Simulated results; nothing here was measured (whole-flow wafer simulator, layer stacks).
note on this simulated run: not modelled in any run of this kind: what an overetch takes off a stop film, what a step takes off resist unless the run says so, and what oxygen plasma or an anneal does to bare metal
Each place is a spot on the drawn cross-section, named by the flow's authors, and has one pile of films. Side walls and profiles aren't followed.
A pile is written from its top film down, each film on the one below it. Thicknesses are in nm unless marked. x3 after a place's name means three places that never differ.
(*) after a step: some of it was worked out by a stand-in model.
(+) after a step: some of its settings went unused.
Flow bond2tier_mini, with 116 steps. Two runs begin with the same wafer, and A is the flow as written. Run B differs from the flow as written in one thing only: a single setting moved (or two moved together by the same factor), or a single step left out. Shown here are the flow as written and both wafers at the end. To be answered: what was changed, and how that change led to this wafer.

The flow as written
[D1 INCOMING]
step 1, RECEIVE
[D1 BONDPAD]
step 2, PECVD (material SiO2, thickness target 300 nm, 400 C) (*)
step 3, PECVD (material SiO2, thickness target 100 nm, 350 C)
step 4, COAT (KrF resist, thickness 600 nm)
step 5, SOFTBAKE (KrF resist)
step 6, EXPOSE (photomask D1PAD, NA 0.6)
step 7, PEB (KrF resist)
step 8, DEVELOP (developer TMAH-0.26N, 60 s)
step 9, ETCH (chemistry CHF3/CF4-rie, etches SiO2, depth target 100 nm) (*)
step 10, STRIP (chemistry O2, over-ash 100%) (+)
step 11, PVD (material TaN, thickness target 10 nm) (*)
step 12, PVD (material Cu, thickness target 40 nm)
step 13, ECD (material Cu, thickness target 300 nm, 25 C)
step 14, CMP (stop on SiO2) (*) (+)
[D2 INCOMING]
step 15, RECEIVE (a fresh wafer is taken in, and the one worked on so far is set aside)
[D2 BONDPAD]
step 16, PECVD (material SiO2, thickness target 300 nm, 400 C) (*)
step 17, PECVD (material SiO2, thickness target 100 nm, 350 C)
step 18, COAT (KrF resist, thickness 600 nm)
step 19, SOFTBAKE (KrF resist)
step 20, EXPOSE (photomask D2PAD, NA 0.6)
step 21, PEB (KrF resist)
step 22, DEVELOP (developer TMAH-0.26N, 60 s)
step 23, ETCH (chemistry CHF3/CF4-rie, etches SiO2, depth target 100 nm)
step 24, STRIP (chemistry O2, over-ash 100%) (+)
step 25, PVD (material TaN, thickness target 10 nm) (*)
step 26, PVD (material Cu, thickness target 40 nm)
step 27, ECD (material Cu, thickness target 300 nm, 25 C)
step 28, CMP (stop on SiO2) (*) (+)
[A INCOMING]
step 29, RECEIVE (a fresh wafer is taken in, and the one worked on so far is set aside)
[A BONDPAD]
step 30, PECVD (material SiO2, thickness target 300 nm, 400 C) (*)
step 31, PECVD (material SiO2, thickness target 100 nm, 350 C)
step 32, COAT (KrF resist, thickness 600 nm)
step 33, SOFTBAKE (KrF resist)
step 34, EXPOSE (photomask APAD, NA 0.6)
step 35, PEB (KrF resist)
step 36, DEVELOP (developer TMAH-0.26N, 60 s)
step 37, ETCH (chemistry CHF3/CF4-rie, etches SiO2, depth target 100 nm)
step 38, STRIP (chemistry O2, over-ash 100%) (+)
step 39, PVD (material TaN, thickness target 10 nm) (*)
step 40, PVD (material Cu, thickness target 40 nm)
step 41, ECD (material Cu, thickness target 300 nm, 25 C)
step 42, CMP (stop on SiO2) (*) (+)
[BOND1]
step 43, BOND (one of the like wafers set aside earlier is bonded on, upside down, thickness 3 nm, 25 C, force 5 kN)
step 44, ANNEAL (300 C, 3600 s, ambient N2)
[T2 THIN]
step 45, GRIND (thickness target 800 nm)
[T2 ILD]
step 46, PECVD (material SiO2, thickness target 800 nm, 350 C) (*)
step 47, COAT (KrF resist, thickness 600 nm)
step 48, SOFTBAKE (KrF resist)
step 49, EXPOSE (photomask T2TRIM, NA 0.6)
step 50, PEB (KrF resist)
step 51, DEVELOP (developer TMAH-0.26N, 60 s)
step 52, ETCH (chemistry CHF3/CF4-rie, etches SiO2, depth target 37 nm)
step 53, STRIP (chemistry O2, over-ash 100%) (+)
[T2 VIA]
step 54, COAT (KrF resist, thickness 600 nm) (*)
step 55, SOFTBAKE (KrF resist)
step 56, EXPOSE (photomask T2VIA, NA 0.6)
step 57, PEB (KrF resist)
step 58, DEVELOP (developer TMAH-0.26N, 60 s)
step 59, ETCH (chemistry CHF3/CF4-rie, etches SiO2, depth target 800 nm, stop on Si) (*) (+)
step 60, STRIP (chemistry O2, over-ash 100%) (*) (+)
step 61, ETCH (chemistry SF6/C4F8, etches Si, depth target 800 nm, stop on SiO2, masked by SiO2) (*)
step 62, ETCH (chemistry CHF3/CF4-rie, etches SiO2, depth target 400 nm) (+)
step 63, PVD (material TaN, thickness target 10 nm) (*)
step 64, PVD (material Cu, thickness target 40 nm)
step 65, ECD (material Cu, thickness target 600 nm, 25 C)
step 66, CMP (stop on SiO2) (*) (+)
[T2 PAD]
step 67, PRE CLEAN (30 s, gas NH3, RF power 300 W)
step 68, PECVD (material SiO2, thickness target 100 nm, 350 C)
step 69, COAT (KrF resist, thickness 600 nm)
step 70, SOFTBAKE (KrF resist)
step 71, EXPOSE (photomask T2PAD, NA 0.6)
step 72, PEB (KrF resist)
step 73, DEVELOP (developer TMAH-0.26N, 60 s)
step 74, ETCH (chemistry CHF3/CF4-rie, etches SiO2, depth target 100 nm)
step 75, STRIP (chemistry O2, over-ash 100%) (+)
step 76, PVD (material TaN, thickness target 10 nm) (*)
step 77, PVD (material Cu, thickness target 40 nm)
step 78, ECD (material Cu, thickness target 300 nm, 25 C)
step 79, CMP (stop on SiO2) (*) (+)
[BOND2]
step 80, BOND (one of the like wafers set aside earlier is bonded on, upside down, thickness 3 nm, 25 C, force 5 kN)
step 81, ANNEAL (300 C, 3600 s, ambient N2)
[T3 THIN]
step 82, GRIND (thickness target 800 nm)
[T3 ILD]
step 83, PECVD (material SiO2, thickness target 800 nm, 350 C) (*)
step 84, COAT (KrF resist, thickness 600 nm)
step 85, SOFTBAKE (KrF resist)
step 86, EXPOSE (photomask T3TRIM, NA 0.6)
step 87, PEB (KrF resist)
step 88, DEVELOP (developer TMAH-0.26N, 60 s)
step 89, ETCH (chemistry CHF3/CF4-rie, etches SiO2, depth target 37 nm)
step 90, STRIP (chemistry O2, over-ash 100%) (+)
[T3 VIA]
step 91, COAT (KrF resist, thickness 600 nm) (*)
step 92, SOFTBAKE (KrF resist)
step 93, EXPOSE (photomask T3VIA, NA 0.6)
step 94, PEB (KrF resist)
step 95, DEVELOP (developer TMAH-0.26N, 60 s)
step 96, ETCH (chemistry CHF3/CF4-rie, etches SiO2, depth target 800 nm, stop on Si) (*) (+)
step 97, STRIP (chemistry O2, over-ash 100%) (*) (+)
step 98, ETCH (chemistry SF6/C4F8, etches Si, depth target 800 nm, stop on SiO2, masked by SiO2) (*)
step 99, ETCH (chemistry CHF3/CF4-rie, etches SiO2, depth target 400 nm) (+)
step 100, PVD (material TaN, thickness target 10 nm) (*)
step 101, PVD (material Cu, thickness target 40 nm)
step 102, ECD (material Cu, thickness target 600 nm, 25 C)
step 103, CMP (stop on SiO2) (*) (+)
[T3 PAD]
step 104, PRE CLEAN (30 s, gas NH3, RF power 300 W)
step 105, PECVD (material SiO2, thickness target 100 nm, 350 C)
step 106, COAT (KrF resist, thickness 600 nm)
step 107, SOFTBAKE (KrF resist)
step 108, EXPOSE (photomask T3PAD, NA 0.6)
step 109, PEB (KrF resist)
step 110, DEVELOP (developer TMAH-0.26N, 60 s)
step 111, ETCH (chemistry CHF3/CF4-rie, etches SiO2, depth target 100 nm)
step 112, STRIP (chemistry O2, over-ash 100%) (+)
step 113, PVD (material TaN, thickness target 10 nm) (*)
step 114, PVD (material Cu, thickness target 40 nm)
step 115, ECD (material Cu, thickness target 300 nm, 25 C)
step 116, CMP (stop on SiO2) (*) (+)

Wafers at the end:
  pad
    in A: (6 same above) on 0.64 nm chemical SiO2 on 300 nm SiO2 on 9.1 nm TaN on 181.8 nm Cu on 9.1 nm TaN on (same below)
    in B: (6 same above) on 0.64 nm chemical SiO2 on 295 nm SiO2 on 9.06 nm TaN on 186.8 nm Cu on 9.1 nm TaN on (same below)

What caused this: step 23, ETCH: depth target 105 nm was run, while the flow as written has depth target 100 nm.

The path from the change to this, step by step:
  step 23, ETCH (chemistry CHF3/CF4-rie, etches SiO2, depth target 100 nm)
      pad, via: A -100 SiO2 | B -105 SiO2
      field: A -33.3 KrF resist | B -35 KrF resist
  step 80, BOND (one of the like wafers set aside earlier is bonded on, upside down, thickness 3 nm, 25 C, force 5 kN)
      pad: A +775 um Si (new film), +0.64 chemical SiO2 (new film), +300 SiO2 (new film), +9.1 TaN (new film), +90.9 Cu | B +775 um Si (new film), +0.64 chemical SiO2 (new film), +295 SiO2 (new film), +9.06 TaN (new film), +95.9 Cu
